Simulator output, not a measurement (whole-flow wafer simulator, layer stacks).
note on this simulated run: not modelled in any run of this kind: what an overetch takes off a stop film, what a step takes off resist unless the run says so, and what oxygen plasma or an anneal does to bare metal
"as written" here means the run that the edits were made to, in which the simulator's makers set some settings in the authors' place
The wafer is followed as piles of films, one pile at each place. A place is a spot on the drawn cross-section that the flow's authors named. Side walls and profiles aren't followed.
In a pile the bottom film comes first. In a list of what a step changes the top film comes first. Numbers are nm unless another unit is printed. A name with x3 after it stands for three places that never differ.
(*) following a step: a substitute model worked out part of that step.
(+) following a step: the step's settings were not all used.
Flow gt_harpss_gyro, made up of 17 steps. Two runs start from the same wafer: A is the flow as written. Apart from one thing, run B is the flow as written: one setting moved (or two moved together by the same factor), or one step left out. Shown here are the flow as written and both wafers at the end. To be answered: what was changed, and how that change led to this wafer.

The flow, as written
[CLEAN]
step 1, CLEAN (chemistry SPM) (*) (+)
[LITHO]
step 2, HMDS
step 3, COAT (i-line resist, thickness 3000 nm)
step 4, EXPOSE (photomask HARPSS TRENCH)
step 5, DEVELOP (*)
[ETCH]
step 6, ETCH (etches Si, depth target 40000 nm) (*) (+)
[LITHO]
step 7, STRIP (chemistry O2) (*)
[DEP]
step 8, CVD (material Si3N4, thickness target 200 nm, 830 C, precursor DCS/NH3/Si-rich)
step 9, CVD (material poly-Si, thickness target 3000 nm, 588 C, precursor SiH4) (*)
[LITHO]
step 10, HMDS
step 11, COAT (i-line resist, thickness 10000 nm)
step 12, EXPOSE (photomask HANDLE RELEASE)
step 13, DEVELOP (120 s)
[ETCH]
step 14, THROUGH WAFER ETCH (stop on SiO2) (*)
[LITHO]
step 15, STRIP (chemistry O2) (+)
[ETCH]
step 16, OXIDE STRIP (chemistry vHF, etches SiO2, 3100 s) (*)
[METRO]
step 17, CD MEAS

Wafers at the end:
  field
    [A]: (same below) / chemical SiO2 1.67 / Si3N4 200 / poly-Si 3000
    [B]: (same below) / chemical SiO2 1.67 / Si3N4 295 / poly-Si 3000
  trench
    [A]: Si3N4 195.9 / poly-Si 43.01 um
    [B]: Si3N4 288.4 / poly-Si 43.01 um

What caused this: step 8, CVD: thickness target 295 nm was run, though the flow has thickness target 200 nm.
The wafer lets one read it off: field has Si3N4 295, and step 8 as written asks for 200 nm.

How this came from the change, step by step:
  step 8, CVD (material Si3N4, thickness target 200 nm, 830 C, precursor DCS/NH3/Si-rich)
      field: A Si3N4 gains 200 (new film) | B Si3N4 gains 295 (new film)
      trench: A Si3N4 gains 195.9 (new film) | B Si3N4 gains 288.4 (new film)
